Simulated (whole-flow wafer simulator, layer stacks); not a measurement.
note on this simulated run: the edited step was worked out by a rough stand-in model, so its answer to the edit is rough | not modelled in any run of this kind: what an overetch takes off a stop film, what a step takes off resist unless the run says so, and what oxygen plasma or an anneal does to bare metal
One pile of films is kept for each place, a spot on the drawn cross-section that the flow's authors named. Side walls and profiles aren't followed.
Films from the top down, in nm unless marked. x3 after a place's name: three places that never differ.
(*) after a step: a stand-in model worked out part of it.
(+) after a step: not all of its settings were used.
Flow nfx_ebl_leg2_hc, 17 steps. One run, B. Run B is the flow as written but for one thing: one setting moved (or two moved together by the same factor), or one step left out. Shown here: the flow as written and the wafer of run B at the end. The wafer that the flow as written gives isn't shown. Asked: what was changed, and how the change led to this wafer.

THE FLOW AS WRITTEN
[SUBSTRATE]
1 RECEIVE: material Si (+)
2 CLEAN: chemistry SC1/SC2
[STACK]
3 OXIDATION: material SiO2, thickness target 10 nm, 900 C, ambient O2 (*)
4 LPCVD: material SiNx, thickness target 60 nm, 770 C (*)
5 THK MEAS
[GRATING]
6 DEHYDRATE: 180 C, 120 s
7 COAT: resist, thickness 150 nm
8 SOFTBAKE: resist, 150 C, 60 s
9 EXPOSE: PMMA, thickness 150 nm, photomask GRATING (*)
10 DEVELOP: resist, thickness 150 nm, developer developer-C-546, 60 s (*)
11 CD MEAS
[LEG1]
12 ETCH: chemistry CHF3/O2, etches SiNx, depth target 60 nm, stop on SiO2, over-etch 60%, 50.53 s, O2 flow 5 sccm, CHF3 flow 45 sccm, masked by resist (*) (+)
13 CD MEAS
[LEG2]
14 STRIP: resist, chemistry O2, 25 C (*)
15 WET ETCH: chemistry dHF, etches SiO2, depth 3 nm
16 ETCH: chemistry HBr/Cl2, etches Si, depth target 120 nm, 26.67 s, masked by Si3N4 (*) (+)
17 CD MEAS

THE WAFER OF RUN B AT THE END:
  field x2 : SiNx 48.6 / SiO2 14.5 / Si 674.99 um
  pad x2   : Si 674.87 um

The cause: step 3, OXIDATION: thickness target 14.5 nm was run, where the flow has thickness target 10 nm.
It can be read off the wafer: field x2 has SiO2 14.5, and step 3 as written asks for 10 nm.

How the change led to this, step by step:
  3 OXIDATION: material SiO2, thickness target 10 nm, 900 C, ambient O2 (*)
      field x2, pad x2: SiO2 +14.5 (new film), chemical SiO2 -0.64 (all of it), Si -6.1 (as written it would be: SiO2 +10 (new film), chemical SiO2 -0.64 (all of it), Si -4.12)
  12 ETCH: chemistry CHF3/O2, etches SiNx, depth target 60 nm, stop on SiO2, over-etch 60%, 50.53 s, O2 flow 5 sccm, CHF3 flow 45 sccm, masked by resist (*) (+)
      pad x2: SiNx -60 (all of it), SiO2 -14.5 (all of it) (as written it would be: SiNx -60 (all of it), SiO2 -10 (all of it))
